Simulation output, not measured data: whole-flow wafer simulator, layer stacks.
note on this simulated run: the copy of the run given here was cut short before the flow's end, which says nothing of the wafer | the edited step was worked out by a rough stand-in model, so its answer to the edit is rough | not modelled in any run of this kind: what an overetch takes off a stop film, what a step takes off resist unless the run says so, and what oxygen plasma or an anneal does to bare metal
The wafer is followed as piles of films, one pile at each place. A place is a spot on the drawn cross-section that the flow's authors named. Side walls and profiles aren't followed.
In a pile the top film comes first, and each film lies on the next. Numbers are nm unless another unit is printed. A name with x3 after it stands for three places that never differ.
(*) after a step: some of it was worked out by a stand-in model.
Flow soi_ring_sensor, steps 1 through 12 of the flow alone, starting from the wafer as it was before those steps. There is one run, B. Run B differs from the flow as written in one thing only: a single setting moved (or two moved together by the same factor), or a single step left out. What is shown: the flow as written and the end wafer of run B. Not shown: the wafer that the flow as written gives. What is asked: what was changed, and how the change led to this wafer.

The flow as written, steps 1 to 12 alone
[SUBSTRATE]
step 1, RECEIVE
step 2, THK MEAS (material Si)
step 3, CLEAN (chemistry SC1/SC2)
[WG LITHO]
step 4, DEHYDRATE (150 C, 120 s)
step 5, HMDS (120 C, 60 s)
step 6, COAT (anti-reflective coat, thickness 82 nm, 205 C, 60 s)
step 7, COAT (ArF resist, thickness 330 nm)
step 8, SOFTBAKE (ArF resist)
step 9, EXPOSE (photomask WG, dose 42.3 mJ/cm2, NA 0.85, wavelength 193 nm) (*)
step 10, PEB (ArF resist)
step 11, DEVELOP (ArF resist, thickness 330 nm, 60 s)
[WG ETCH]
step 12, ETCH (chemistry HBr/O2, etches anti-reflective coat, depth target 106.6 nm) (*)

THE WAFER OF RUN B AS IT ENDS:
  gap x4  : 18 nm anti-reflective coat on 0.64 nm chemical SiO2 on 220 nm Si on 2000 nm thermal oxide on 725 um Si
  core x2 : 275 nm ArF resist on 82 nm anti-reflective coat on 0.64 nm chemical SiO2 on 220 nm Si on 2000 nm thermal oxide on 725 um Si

The reason: step 12, ETCH: depth target 64 nm was run, while the flow as written has depth target 106.6 nm.

Step by step, how the change led to this:
  step 12, ETCH (chemistry HBr/O2, etches anti-reflective coat, depth target 106.6 nm) (*)
      gap x4: anti-reflective coat loses 64 (as written it would have been: anti-reflective coat loses 82 (all of it), chemical SiO2 loses 0.64 (all of it))
      core x2: ArF resist loses 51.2 (as written it would have been: ArF resist loses 85.3)
